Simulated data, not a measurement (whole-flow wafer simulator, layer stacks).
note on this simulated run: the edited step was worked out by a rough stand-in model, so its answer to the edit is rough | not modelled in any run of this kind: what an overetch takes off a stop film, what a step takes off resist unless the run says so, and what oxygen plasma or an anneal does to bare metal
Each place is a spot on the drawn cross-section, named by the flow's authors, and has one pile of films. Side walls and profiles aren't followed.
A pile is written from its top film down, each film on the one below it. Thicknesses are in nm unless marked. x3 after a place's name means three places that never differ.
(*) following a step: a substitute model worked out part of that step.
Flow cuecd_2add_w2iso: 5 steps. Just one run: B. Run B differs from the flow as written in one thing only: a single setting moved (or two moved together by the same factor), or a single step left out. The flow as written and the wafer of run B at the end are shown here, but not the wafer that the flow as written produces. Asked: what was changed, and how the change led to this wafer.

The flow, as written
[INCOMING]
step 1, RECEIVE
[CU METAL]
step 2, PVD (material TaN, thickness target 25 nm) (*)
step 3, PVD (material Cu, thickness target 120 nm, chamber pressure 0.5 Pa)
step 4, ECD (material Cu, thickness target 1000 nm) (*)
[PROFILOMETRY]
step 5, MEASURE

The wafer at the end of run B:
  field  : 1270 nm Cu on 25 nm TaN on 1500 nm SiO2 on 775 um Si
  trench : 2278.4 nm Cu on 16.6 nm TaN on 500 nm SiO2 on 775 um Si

What caused this: step 4, ECD: thickness target 1150 nm was run, whereas the flow has thickness target 1000 nm.

Step by step, how the change led to this:
  step 4, ECD (material Cu, thickness target 1000 nm) (*)
      field: +1150 Cu (in the flow as written it would be: +1000 Cu)
      trench: +2197.6 Cu (in the flow as written it would be: +2047.6 Cu)
